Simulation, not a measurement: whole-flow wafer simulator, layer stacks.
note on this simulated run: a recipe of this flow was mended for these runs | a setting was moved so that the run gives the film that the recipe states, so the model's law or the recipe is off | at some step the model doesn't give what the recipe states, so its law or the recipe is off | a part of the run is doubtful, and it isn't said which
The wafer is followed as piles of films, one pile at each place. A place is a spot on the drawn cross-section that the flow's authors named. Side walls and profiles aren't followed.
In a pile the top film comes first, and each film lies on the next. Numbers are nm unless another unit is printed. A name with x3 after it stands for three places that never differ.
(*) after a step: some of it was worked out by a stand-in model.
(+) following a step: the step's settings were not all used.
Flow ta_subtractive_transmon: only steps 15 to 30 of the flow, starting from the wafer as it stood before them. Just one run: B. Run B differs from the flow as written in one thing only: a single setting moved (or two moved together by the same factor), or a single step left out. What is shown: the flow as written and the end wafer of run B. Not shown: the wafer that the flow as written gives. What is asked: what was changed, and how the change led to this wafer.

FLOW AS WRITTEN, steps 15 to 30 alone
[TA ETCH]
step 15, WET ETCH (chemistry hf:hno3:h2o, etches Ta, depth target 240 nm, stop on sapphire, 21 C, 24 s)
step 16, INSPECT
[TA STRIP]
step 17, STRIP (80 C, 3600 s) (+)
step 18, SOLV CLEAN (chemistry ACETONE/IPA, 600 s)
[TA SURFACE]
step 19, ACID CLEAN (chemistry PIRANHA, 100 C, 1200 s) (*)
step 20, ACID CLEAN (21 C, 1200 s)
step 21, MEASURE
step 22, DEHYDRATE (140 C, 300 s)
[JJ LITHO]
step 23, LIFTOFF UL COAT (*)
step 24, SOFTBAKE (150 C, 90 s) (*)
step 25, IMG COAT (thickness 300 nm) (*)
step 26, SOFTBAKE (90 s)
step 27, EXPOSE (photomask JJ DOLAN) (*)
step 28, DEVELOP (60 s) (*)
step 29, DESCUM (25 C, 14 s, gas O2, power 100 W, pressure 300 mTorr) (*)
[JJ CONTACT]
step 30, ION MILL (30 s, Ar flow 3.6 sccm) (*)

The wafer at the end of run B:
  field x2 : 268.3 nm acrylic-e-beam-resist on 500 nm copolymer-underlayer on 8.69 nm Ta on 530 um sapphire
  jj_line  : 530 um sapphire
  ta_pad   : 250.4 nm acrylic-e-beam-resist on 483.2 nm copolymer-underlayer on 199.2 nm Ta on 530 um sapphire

What caused this: step 15, WET ETCH: 19.05 s was run, though the flow has 24 s.

The path from the change to this, step by step:
  step 15, WET ETCH (chemistry hf:hno3:h2o, etches Ta, depth target 240 nm, stop on sapphire, 21 C, 24 s)
      field x2, jj_line, lead: Ta loses 190.5 (as written it would have been: Ta loses 199.7 (all of it))
  step 30, ION MILL (30 s, Ar flow 3.6 sccm) (*)
      jj_line, lead: Ta loses 8.69 (all of it), sapphire loses 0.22 (as written it would have been: sapphire loses 2.8)
If metal films that touch count as one body, field x2 has 1 body; the flow as written gives 0 bodies.
